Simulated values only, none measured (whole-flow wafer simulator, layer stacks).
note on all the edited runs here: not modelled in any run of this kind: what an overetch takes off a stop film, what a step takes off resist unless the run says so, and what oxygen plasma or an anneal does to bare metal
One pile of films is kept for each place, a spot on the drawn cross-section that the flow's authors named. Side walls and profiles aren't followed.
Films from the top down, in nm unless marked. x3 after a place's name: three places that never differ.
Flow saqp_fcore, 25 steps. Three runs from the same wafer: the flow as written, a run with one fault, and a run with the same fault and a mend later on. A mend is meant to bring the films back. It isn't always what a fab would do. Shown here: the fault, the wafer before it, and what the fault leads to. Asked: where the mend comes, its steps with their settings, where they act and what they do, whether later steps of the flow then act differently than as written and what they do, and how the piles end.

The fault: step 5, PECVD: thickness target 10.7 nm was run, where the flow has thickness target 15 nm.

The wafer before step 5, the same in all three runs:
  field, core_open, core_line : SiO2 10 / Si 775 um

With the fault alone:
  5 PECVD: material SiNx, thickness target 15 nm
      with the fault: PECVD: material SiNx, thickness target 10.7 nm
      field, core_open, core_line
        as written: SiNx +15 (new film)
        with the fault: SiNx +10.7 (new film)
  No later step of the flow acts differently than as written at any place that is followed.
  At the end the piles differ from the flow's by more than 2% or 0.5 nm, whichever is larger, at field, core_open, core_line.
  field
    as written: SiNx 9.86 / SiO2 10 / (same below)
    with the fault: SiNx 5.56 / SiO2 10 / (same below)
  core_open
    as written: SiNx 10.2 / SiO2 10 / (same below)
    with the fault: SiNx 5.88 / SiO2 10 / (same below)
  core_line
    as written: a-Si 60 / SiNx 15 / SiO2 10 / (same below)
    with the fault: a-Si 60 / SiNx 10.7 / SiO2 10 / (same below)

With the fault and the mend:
  The mend comes after step 5.
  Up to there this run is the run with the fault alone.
  5a ETCH: chemistry h3po4, depth target 12.3 nm
      field, core_open, core_line
        SiNx -10.7 (all of it)
  5b PECVD: material SiNx, thickness target 15 nm (the flow's step 5 once more)
      field, core_open, core_line
        SiNx +15 (new film)
  No later step of the flow acts differently than as written at any place that is followed.
  At the end the piles are the same as the flow's at every place that both follow.
